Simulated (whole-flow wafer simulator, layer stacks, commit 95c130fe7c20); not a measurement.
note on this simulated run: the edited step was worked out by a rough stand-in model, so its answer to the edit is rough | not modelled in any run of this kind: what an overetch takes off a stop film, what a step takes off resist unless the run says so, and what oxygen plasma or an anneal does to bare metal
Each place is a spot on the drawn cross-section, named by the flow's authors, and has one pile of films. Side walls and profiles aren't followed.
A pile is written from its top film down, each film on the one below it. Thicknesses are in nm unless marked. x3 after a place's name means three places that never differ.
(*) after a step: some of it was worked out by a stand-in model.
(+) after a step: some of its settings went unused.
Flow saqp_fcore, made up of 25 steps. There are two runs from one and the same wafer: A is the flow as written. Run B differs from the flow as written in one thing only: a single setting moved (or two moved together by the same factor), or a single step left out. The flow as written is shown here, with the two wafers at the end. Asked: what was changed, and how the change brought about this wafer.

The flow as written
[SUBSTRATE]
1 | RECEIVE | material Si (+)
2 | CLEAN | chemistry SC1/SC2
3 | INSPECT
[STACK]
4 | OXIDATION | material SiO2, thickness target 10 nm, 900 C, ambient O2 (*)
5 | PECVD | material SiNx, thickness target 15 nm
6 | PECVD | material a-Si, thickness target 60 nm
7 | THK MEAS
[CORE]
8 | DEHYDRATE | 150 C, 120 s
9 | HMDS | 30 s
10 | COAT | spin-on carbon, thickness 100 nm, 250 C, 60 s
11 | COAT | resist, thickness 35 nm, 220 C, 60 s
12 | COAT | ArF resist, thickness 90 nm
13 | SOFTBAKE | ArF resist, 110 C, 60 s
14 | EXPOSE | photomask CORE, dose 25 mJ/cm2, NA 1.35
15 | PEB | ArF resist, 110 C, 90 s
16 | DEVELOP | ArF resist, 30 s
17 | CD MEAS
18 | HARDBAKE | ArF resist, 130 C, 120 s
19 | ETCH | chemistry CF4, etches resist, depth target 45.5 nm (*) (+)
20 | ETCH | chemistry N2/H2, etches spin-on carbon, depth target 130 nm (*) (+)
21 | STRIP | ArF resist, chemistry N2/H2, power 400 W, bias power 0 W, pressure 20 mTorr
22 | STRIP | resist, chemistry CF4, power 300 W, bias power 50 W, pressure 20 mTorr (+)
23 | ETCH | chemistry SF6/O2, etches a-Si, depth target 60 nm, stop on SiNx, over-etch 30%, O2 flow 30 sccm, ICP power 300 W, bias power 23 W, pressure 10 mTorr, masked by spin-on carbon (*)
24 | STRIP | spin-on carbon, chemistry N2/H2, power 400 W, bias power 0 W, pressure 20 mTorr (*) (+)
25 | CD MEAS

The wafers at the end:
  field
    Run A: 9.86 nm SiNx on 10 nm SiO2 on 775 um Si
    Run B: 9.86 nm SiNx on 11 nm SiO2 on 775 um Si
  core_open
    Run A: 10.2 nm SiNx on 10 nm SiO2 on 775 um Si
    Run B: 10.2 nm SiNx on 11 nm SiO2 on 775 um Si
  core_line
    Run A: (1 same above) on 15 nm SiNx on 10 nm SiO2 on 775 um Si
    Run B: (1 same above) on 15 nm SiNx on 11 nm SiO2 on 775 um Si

Cause: step 4, OXIDATION: thickness target 11 nm was run, though the flow has thickness target 10 nm.
One can read it off the wafer: field has SiO2 11, and step 4 as written asks for 10 nm.

The path from the change to this, step by step:
  4 | OXIDATION | material SiO2, thickness target 10 nm, 900 C, ambient O2 (*)
      field, core_open, core_line: A +10 SiO2 (new film), -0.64 chemical SiO2 (all of it), -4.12 Si | B +11 SiO2 (new film), -0.64 chemical SiO2 (all of it), -4.56 Si
